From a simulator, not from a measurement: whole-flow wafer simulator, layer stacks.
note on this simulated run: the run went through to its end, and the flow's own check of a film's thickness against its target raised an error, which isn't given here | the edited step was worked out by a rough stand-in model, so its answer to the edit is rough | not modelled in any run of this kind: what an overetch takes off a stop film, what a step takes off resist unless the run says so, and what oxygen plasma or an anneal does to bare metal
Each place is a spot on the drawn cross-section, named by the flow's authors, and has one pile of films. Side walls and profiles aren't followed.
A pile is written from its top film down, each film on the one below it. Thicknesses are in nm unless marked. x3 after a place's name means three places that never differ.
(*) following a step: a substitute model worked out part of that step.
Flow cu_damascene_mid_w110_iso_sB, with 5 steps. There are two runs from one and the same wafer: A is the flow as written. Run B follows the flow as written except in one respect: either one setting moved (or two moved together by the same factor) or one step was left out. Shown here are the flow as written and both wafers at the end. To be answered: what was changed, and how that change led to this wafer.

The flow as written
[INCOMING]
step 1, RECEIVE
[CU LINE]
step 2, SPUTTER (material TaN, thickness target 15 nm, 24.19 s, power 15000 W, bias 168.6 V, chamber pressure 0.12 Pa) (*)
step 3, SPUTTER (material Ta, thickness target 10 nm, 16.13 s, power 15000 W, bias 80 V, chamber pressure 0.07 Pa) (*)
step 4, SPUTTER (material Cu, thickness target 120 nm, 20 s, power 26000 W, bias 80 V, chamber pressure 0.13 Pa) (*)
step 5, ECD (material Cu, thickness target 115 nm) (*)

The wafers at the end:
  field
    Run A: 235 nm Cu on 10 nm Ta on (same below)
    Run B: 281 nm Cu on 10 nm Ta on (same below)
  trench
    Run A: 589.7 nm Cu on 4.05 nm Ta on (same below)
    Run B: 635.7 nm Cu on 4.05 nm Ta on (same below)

The reason: step 5, ECD: thickness target 161 nm was run, whereas the flow has thickness target 115 nm.

Step by step, how the change led to this:
  step 5, ECD (material Cu, thickness target 115 nm) (*)
      field: A Cu gains 115 | B Cu gains 161
      trench: A Cu gains 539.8 | B Cu gains 585.8
